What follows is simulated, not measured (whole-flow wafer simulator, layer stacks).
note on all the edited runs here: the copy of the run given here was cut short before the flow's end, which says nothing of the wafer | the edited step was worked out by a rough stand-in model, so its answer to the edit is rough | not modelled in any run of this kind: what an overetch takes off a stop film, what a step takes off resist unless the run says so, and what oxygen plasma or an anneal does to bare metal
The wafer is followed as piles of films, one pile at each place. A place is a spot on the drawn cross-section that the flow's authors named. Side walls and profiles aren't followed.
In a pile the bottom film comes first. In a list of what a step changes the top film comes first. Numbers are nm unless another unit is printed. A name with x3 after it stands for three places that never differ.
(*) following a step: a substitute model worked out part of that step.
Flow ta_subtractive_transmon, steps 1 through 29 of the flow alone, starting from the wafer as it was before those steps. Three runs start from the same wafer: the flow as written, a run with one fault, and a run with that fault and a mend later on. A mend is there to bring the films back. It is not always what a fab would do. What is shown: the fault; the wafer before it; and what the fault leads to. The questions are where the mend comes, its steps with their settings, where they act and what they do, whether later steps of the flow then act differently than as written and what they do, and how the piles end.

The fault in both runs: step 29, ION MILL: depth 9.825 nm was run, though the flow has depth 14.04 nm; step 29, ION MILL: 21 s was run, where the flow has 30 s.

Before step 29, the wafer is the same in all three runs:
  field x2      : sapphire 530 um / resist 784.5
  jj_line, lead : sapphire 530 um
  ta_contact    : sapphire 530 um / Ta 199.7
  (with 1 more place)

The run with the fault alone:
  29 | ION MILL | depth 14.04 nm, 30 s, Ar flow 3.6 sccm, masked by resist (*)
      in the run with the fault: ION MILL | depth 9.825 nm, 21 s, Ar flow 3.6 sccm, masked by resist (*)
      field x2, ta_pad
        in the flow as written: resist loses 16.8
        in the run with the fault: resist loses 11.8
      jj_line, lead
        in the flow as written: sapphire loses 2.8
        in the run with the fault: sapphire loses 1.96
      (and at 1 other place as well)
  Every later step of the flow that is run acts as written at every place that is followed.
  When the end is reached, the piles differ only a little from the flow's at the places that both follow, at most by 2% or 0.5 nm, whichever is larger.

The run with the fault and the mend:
  The mend stands after step 29.
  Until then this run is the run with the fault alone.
  29a | ION MILL | depth 4.211 nm, 9 s, Ar flow 3.6 sccm, masked by resist (*) (the flow's step 29 again, with other settings)
      field x2, ta_pad
        resist loses 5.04
      jj_line, lead
        sapphire loses 0.84
      ta_contact
        Ta loses 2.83
  Every later step of the flow that is run acts as written at every place that is followed.
  At every place that both follow, the piles at the end match the flow's.
